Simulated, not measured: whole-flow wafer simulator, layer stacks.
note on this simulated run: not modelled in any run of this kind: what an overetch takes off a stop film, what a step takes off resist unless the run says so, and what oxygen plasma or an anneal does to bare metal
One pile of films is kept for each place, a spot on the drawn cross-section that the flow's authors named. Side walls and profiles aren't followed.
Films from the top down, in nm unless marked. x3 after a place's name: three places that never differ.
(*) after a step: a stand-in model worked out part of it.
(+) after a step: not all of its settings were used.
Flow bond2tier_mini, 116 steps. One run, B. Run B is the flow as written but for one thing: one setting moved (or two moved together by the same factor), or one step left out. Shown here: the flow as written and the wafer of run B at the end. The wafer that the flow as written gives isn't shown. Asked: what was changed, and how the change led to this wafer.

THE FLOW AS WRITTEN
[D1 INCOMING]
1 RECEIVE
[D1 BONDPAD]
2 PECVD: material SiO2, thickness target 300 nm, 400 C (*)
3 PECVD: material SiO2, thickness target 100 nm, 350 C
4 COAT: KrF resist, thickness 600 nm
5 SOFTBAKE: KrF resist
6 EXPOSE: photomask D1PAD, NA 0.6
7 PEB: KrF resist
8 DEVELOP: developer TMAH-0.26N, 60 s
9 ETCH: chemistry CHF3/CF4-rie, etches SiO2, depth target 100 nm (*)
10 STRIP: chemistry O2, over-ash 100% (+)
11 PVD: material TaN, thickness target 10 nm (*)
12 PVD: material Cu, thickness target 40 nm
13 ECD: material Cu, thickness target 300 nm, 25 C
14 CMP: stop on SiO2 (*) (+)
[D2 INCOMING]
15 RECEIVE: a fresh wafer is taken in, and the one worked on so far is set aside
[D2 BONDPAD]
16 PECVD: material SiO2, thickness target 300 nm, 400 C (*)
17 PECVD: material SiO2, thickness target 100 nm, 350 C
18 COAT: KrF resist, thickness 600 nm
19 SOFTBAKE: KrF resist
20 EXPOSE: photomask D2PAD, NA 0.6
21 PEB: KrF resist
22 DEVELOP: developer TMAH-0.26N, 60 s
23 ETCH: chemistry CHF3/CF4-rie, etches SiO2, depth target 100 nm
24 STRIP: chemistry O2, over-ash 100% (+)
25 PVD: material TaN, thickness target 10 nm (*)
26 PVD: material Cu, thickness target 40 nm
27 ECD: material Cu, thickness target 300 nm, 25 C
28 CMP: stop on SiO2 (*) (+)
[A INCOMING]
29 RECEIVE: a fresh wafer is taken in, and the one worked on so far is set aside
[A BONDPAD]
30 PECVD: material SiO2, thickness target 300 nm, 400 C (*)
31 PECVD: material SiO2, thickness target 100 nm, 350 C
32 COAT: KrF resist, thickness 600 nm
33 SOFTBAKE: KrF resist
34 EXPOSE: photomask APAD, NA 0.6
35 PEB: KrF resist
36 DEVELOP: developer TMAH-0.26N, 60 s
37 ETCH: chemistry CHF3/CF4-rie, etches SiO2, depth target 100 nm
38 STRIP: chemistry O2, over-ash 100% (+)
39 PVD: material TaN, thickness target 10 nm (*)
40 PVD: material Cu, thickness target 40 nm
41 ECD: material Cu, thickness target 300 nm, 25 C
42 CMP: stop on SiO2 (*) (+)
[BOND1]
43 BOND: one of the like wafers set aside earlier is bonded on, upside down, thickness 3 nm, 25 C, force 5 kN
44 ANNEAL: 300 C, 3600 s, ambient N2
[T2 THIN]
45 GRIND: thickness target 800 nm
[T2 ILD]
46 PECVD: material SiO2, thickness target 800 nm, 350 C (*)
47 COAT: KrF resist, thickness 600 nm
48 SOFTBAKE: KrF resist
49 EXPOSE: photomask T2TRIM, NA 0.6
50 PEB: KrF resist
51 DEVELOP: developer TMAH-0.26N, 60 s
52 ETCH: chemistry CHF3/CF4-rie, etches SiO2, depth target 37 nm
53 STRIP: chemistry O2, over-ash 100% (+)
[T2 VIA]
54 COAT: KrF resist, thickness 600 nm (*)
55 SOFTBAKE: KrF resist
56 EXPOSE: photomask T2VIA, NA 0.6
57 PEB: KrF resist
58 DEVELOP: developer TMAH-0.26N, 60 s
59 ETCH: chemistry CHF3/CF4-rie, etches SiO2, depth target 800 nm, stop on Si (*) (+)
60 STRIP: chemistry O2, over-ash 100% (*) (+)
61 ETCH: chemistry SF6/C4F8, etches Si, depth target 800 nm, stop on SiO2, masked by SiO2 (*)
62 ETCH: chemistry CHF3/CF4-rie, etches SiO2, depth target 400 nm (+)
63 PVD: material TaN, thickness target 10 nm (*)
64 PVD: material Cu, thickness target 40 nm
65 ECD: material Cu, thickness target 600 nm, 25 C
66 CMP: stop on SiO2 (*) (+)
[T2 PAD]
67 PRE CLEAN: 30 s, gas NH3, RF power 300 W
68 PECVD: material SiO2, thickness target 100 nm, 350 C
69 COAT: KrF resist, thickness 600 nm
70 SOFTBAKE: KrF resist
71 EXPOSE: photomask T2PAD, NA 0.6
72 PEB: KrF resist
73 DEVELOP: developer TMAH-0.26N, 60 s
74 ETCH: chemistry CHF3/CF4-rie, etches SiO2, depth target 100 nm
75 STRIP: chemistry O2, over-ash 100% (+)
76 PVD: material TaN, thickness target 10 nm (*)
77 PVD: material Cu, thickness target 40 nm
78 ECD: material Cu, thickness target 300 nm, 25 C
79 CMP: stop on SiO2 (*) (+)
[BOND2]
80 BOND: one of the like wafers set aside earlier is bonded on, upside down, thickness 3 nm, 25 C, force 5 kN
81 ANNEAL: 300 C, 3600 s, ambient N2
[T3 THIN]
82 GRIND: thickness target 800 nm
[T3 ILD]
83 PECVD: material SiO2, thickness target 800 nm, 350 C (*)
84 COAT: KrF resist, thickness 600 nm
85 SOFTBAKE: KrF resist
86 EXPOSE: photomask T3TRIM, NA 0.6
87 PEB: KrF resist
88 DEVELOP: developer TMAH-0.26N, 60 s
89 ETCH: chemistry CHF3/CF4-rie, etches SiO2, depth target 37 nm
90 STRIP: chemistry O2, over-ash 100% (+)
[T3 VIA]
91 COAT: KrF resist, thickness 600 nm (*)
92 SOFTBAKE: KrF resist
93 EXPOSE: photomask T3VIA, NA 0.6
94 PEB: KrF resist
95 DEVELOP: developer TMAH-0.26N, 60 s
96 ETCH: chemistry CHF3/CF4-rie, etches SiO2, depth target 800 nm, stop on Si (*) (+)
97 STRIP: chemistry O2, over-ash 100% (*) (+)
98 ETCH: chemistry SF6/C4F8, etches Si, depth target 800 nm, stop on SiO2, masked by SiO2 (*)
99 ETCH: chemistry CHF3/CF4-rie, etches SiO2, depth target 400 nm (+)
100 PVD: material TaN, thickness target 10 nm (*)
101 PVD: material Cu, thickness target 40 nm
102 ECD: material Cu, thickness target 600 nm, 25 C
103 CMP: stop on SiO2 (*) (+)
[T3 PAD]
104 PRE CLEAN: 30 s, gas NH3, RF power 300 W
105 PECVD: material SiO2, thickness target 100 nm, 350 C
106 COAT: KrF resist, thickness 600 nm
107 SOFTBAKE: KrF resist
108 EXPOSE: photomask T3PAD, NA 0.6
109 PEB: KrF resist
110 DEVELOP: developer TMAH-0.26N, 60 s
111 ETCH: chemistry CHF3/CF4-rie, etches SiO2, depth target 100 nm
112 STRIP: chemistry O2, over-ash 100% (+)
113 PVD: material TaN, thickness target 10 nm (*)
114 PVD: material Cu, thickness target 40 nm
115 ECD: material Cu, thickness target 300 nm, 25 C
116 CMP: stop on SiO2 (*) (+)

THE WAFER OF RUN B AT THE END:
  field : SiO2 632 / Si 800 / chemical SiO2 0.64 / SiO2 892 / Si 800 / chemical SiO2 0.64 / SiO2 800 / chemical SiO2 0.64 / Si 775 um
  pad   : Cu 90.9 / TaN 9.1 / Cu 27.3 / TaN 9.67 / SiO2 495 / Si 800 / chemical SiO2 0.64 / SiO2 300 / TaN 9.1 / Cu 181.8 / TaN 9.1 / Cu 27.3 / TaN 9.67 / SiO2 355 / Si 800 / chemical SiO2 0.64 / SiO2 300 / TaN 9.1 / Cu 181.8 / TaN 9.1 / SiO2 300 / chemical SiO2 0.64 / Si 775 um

The cause: step 99, ETCH: depth target 260 nm was run, where the flow has depth target 400 nm.

How the change led to this, step by step:
  99 ETCH: chemistry CHF3/CF4-rie, etches SiO2, depth target 400 nm (+)
      field, pad: SiO2 -260 (as written it would be: SiO2 -400)
